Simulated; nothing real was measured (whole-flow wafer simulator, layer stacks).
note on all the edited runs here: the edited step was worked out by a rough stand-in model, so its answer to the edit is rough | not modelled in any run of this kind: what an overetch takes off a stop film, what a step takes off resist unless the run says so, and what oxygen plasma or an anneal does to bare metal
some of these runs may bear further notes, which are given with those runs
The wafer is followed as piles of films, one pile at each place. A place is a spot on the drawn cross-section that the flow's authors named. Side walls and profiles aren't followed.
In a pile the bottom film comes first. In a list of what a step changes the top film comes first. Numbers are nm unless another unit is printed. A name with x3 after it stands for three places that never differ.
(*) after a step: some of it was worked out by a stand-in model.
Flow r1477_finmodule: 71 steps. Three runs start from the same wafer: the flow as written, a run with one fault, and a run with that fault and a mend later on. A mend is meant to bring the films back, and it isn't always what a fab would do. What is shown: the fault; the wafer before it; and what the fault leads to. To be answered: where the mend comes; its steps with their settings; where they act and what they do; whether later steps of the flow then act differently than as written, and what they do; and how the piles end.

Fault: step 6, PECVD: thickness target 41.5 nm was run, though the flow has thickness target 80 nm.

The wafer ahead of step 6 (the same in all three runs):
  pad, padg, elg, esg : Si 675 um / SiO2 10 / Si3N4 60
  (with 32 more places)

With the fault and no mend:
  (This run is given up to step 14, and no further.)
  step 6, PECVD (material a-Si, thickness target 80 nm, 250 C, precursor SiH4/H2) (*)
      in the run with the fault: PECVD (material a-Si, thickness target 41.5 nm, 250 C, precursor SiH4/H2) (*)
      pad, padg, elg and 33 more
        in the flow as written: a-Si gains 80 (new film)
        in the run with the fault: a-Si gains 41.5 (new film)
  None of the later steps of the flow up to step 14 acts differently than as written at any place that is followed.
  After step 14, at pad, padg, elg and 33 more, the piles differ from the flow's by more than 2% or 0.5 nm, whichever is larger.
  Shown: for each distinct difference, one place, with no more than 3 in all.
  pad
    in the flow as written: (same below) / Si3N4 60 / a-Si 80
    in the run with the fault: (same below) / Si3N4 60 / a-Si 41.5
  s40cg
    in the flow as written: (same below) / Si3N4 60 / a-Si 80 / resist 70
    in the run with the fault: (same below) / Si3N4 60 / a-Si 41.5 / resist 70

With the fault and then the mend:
  The mend stands after step 7.
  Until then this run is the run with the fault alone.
  step 7a, ETCH (chemistry tmah, depth target 47.73 nm)
      pad, padg, elg and 33 more
        a-Si loses 41.5 (all of it)
  step 7b, PECVD (material a-Si, thickness target 80 nm, 250 C, precursor SiH4/H2) (*) (the flow's step 6, run once more)
      pad, padg, elg and 33 more
        a-Si gains 80 (new film)
  None of the later steps of the flow acts differently than as written at any place that is followed.
  The piles end the same as the flow's at every place that both follow.
